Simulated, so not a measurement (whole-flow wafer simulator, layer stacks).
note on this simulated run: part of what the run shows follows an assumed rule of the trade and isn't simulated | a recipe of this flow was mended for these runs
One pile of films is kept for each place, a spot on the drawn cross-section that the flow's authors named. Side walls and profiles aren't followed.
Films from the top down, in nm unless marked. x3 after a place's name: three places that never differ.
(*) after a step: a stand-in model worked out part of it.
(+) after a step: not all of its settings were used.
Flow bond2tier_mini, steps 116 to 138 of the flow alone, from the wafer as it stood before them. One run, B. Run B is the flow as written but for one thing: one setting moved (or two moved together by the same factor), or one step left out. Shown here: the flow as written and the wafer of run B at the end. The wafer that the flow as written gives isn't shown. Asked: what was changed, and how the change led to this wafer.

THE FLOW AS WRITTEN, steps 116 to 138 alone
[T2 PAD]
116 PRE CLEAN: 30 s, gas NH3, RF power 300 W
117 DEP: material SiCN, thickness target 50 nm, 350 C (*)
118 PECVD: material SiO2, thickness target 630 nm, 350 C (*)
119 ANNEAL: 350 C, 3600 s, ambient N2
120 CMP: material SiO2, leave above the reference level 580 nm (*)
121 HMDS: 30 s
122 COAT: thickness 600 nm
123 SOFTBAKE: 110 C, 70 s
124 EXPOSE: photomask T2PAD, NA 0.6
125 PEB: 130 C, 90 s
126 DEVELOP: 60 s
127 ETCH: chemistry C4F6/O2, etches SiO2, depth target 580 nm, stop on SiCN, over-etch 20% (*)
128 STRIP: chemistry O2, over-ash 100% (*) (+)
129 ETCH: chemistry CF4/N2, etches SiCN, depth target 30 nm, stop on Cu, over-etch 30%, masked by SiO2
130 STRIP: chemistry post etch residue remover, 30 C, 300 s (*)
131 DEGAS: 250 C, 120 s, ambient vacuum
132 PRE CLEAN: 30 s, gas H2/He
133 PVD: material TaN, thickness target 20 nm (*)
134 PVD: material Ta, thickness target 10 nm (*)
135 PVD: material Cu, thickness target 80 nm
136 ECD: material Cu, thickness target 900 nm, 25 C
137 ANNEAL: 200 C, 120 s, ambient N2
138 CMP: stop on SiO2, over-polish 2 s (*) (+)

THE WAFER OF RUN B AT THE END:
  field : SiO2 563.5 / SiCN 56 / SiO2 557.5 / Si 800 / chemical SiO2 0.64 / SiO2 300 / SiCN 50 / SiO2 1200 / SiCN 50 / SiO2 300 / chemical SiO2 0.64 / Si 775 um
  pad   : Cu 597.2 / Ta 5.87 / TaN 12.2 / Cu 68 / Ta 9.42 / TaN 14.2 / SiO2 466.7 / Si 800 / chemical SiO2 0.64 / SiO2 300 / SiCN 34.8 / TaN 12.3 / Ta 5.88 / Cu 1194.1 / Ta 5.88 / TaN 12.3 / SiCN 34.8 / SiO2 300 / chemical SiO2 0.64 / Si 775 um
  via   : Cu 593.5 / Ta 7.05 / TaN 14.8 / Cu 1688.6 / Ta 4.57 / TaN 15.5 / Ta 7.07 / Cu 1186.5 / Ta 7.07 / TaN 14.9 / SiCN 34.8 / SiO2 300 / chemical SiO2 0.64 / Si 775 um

The cause: step 117, DEP: thickness target 56 nm was run, where the flow has thickness target 50 nm; step 127, ETCH: depth target 649.6 nm was run, where the flow has depth target 580 nm.
It can be read off the wafer: field has SiCN 56, and step 117 as written asks for 50 nm.

How the change led to this, step by step:
  117 DEP: material SiCN, thickness target 50 nm, 350 C (*)
      field, pad, via: SiCN +56 (new film) (as written it would be: SiCN +50 (new film))
  127 ETCH: chemistry C4F6/O2, etches SiO2, depth target 580 nm, stop on SiCN, over-etch 20% (*)
      pad, via: SiO2 -580 (all of it), SiCN -33.6 (as written it would be: SiO2 -580 (all of it), SiCN -19.6)
      field: thick-KrF-resist -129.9 (as written it would be: thick-KrF-resist -116)
  128 STRIP: chemistry O2, over-ash 100% (*) (+)
      field: thick-KrF-resist -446 (all of it) (as written it would be: thick-KrF-resist -459.9 (all of it))
  129 ETCH: chemistry CF4/N2, etches SiCN, depth target 30 nm, stop on Cu, over-etch 30%, masked by SiO2
      pad, via: SiCN -22.4 (all of it), Cu -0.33 (as written it would be: SiCN -30.4 (all of it), Cu -0.17)
      field: SiO2 -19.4 (as written it would be: SiO2 -26)
